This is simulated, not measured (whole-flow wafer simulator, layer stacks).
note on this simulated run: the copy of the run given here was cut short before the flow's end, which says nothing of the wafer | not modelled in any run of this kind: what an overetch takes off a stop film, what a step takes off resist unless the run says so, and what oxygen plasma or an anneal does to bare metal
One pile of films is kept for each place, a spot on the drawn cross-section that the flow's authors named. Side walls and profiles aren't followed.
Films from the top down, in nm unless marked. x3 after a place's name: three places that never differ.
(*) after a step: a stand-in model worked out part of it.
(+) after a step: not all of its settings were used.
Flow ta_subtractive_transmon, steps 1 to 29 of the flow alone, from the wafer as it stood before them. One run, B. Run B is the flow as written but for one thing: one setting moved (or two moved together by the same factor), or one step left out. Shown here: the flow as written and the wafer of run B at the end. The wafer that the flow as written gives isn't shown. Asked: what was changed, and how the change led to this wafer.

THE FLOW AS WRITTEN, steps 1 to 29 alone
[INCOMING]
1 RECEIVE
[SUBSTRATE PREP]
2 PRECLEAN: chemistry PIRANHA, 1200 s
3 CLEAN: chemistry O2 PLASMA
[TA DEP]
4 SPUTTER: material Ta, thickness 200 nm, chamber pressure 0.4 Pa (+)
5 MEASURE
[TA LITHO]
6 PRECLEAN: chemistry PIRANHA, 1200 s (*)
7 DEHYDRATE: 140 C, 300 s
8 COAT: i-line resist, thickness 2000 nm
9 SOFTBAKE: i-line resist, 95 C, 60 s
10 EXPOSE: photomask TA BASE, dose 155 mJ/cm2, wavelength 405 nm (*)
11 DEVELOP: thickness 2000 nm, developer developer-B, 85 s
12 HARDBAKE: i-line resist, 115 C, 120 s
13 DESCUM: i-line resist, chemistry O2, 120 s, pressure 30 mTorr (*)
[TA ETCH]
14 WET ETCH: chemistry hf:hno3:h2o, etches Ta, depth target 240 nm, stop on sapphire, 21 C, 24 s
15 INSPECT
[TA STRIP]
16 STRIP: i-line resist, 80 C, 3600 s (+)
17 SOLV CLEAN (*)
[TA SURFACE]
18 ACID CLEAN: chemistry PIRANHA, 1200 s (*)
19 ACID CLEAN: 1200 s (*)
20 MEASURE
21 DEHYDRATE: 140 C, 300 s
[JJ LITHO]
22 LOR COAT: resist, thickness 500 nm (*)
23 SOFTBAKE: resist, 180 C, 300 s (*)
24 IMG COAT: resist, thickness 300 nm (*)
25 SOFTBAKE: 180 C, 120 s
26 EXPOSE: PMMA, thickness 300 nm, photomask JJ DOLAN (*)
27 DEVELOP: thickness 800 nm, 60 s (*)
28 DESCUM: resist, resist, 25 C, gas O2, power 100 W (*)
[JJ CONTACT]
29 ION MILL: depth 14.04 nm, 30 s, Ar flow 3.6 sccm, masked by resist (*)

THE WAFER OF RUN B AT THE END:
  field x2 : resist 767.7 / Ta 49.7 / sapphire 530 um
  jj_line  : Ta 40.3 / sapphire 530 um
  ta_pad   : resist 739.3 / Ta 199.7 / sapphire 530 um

The cause: step 14, WET ETCH: depth target 150 nm was run, where the flow has depth target 240 nm; step 14, WET ETCH: 15 s was run, where the flow has 24 s.

How the change led to this, step by step:
  14 WET ETCH: chemistry hf:hno3:h2o, etches Ta, depth target 240 nm, stop on sapphire, 21 C, 24 s
      field x2, jj_line, lead: Ta -150 (as written it would be: Ta -200 (all of it))
  22 LOR COAT: resist, thickness 500 nm (*)
      lead: resist +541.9 (new film) (as written it would be: resist +554.8 (new film))
      ta_contact: resist +456.8 (new film) (as written it would be: resist +443.8 (new film))
  27 DEVELOP: thickness 800 nm, 60 s (*)
      ta_contact: resist -747.5 (all of it) (as written it would be: resist -731.2 (all of it))
  29 ION MILL: depth 14.04 nm, 30 s, Ar flow 3.6 sccm, masked by resist (*)
      jj_line, lead: Ta -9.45 (as written it would be: sapphire -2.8)
Counting metal films that touch as one body, field x2 has 1 body; the flow as written gives 0 bodies.
Counting metal films that touch as one body, jj_line has 1 body; the flow as written gives 0 bodies.
